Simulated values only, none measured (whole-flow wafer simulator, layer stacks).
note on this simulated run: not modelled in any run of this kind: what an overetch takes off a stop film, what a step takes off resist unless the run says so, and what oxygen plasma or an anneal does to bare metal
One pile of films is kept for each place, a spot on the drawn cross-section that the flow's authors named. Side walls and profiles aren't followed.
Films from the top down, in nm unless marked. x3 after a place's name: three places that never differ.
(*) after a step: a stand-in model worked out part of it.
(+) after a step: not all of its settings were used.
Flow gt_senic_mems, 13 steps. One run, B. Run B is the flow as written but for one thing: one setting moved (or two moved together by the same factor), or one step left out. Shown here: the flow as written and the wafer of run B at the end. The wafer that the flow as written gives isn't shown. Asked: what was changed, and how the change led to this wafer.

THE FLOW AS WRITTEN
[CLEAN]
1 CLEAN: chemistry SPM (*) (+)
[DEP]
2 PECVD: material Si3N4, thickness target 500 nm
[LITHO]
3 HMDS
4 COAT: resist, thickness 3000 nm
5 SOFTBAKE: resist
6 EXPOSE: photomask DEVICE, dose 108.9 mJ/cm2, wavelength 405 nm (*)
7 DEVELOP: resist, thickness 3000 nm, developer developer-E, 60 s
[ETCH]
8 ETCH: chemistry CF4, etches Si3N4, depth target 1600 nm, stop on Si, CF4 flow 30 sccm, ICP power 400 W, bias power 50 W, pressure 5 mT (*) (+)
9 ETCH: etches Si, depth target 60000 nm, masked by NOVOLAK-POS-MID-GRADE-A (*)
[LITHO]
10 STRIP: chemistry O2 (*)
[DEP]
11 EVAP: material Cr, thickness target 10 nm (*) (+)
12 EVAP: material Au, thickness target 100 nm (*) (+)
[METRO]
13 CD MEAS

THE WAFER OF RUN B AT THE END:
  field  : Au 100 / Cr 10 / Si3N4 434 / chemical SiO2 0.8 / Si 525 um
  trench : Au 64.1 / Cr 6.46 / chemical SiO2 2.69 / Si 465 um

The cause: step 2, PECVD: thickness target 434 nm was run, where the flow has thickness target 500 nm.
It can be read off the wafer: field has Si3N4 434, and step 2 as written asks for 500 nm.

How the change led to this, step by step:
  2 PECVD: material Si3N4, thickness target 500 nm
      field, trench: Si3N4 +434 (new film) (as written it would be: Si3N4 +500 (new film))
  8 ETCH: chemistry CF4, etches Si3N4, depth target 1600 nm, stop on Si, CF4 flow 30 sccm, ICP power 400 W, bias power 50 W, pressure 5 mT (*) (+)
      field: resist -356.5 (as written it would be: resist -400.5)
      trench: Si3N4 -434 (all of it), chemical SiO2 -0.8 (all of it) (as written it would be: Si3N4 -500 (all of it), chemical SiO2 -0.8 (all of it))
  10 STRIP: chemistry O2 (*)
      field: resist -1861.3 (all of it) (as written it would be: resist -1817.3 (all of it))
